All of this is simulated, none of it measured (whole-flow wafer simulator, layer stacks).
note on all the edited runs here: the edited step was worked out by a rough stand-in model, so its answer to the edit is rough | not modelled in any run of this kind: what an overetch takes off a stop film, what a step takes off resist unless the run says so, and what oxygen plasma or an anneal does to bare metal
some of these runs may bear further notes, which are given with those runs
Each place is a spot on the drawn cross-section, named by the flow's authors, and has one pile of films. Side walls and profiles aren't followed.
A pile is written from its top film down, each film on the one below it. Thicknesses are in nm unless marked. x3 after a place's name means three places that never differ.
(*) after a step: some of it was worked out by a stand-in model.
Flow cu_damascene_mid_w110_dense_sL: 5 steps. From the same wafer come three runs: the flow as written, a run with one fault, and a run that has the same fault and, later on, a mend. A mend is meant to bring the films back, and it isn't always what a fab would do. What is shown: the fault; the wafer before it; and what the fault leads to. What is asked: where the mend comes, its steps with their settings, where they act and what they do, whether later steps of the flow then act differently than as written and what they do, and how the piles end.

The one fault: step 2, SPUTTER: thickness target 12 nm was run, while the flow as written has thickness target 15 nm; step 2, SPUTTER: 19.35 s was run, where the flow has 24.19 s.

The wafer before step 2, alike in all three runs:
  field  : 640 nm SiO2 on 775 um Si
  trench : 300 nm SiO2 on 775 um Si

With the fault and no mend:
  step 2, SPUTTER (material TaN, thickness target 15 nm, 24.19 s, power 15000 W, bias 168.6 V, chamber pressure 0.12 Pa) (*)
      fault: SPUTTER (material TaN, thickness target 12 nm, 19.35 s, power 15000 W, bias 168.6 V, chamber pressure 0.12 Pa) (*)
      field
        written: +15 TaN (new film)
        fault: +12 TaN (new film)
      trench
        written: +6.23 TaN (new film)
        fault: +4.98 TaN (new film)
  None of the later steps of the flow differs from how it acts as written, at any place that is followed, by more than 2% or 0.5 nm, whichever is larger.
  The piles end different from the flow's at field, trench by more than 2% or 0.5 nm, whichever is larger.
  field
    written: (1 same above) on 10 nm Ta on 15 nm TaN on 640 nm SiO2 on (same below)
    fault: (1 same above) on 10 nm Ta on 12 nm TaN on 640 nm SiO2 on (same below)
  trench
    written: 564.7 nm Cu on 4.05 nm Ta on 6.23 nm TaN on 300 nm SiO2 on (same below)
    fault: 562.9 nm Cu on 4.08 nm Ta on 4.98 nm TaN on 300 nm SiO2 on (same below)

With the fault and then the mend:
  The mend stands after step 2.
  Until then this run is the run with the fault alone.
  step 2a, SPUTTER (material TaN, thickness target 3 nm, 4.838 s, power 15000 W, bias 168.6 V, chamber pressure 0.12 Pa) (*) (the flow's step 2, run once more with other settings)
      field
        +3 TaN
      trench
        +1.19 TaN
  None of the later steps of the flow acts differently than as written at any place that is followed.
  When the end is reached, the piles differ only a little from the flow's at the places that both follow, at most by 2% or 0.5 nm, whichever is larger.
